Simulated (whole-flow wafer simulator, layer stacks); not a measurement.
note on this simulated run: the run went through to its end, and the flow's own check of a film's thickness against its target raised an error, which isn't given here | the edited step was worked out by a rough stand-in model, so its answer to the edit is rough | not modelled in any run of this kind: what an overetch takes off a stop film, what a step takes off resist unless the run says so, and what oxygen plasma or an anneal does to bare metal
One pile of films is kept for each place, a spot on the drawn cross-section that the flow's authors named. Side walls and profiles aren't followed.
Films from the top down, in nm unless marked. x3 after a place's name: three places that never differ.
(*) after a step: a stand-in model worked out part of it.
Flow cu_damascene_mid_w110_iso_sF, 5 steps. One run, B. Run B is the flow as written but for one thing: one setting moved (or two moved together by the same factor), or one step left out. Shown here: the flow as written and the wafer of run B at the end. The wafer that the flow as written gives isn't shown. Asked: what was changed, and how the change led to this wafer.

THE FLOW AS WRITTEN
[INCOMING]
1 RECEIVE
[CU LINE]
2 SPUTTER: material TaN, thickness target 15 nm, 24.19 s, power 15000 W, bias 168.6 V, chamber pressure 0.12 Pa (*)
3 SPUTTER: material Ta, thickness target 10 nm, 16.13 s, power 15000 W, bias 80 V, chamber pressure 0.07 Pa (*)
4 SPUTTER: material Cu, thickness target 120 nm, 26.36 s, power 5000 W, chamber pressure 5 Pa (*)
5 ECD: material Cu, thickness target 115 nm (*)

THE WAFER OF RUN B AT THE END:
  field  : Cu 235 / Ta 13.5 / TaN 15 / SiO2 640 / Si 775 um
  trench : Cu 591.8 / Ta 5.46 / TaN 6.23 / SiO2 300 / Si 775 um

The cause: step 3, SPUTTER: thickness target 13.5 nm was run, where the flow has thickness target 10 nm; step 3, SPUTTER: 21.78 s was run, where the flow has 16.13 s.
It can be read off the wafer: field has Ta 13.5, and step 3 as written asks for 10 nm.

How the change led to this, step by step:
  3 SPUTTER: material Ta, thickness target 10 nm, 16.13 s, power 15000 W, bias 80 V, chamber pressure 0.07 Pa (*)
      field: Ta +13.5 (new film) (as written it would be: Ta +10 (new film))
      trench: Ta +5.46 (new film) (as written it would be: Ta +4.05 (new film))
